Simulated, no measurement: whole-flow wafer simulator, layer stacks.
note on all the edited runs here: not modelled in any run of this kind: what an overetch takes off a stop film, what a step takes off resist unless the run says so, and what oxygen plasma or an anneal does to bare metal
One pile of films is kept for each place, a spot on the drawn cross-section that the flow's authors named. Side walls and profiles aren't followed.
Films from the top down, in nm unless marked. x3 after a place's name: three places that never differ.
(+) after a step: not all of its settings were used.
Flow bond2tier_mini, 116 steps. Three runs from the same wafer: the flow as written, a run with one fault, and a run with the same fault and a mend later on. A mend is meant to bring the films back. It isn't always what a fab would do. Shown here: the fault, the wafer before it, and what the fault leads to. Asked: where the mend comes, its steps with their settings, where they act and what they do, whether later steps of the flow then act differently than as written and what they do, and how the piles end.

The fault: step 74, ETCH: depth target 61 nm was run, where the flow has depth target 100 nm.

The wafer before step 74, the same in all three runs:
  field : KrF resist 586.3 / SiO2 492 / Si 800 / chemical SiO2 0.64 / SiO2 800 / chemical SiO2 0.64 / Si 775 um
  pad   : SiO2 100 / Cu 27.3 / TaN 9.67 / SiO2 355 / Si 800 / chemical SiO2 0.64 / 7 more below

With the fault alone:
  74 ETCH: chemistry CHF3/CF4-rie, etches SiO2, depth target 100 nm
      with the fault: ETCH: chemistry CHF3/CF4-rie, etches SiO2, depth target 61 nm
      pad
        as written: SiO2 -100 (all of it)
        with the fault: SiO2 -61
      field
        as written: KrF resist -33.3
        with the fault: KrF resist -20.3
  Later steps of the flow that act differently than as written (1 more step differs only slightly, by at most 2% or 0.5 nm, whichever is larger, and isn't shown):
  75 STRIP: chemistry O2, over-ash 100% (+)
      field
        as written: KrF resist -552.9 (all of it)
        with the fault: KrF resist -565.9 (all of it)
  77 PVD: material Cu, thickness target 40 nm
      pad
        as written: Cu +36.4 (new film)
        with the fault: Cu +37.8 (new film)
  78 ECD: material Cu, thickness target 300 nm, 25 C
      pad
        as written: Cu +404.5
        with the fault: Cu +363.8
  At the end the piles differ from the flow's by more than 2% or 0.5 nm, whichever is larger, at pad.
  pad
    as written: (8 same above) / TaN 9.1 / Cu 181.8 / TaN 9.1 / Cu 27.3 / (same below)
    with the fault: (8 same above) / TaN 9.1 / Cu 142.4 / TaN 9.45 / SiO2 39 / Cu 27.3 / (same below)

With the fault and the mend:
  The mend comes after step 74.
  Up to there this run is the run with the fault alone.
  74a ETCH: chemistry CHF3/CF4-rie, etches SiO2, depth target 39 nm (the flow's step 74 once more, with other settings)
      field
        KrF resist -13
      pad
        SiO2 -39 (all of it)
  No later step of the flow acts differently than as written at any place that is followed.
  At the end the piles are the same as the flow's at every place that both follow.
